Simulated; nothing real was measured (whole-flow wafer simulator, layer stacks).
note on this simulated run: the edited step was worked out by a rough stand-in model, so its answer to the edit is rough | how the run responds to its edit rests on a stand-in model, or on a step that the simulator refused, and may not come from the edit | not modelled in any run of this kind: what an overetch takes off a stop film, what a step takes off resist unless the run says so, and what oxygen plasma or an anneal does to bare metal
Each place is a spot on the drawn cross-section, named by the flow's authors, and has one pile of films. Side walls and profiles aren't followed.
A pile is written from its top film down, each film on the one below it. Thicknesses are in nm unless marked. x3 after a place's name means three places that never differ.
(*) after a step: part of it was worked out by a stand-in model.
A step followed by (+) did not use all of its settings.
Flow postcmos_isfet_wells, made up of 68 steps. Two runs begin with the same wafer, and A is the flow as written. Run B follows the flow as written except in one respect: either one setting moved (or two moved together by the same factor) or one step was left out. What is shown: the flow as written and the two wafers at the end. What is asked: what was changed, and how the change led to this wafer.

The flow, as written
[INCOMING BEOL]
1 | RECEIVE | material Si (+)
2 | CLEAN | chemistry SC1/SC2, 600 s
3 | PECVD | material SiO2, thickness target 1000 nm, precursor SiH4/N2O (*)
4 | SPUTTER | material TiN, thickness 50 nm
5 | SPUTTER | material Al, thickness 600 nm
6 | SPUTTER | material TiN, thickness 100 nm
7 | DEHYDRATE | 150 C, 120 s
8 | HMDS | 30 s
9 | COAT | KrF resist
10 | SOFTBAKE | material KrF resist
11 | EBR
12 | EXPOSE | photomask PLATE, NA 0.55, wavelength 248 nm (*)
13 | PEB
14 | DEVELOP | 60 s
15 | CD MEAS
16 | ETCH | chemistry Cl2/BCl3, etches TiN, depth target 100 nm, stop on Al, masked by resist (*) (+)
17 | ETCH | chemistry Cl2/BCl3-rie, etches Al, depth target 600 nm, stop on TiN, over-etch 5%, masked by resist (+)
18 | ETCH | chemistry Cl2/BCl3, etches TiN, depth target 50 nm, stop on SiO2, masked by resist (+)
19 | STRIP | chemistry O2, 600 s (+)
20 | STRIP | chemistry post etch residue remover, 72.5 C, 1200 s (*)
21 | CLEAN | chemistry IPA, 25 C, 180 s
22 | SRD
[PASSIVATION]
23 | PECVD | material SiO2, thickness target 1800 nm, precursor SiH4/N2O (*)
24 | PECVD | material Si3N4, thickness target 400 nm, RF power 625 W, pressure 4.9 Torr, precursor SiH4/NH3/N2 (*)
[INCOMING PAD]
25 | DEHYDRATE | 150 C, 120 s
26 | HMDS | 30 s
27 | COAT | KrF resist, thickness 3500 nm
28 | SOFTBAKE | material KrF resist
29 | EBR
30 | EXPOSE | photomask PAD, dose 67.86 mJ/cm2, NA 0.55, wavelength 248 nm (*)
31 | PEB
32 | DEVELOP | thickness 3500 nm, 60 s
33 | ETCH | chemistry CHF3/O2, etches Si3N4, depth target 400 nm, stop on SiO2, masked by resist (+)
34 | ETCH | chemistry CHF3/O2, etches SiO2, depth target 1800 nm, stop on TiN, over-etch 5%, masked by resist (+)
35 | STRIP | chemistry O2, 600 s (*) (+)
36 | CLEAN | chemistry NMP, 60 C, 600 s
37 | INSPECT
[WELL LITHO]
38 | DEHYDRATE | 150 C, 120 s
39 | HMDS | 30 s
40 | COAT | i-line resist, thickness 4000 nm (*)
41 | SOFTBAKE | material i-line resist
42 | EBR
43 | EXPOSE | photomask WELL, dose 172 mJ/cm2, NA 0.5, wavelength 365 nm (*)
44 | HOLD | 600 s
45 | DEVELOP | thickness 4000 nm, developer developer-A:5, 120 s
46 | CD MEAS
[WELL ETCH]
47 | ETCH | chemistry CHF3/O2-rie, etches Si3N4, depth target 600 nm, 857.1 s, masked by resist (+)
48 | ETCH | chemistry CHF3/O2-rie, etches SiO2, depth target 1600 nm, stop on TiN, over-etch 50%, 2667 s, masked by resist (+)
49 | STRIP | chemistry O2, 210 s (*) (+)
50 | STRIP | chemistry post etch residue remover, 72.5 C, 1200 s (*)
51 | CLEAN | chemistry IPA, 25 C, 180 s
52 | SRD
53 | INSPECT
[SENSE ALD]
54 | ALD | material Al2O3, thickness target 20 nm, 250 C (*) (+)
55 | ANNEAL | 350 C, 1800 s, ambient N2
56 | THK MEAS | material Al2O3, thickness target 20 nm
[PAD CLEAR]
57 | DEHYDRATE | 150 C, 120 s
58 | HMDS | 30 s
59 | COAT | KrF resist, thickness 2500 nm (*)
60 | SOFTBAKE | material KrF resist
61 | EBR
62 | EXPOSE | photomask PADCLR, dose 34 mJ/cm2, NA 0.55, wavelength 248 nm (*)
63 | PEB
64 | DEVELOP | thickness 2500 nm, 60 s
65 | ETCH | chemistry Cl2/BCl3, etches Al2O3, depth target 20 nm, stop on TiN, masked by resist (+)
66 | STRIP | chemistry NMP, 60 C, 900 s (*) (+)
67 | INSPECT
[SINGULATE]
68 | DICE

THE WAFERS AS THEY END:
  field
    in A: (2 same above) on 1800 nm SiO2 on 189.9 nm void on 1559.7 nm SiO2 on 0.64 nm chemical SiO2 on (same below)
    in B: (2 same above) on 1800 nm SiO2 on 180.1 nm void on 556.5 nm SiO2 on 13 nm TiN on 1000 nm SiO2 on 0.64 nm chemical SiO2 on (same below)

Cause: step 16, ETCH: depth target 80 nm was run, though the flow has depth target 100 nm.

How this came from the change, step by step:
  16 | ETCH | chemistry Cl2/BCl3, etches TiN, depth target 100 nm, stop on Al, masked by resist (*) (+)
      field: A TiN loses 100 (all of it) | B TiN loses 80
      margin, well900, well1300 x3, pad_rim, pad_clr, pad_open: A KrF resist loses 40 | B KrF resist loses 32
  17 | ETCH | chemistry Cl2/BCl3-rie, etches Al, depth target 600 nm, stop on TiN, over-etch 5%, masked by resist (+)
      field: A Al loses 600 (all of it) | B TiN loses 20 (all of it), Al loses 568
  18 | ETCH | chemistry Cl2/BCl3, etches TiN, depth target 50 nm, stop on SiO2, masked by resist (+)
      field: A TiN loses 50 (all of it) | B Al loses 32 (all of it), TiN loses 36.6
  23 | PECVD | material SiO2, thickness target 1800 nm, precursor SiH4/N2O (*)
      field: A SiO2 gains 1800 (new film), void gains 189.9 (new film), SiO2 gains 559.7 | B SiO2 gains 1800 (new film), void gains 180.1 (new film), SiO2 gains 556.5 (new film)
Taking metal films that touch as one body, field has 1 body; the flow as written gives 0 bodies.
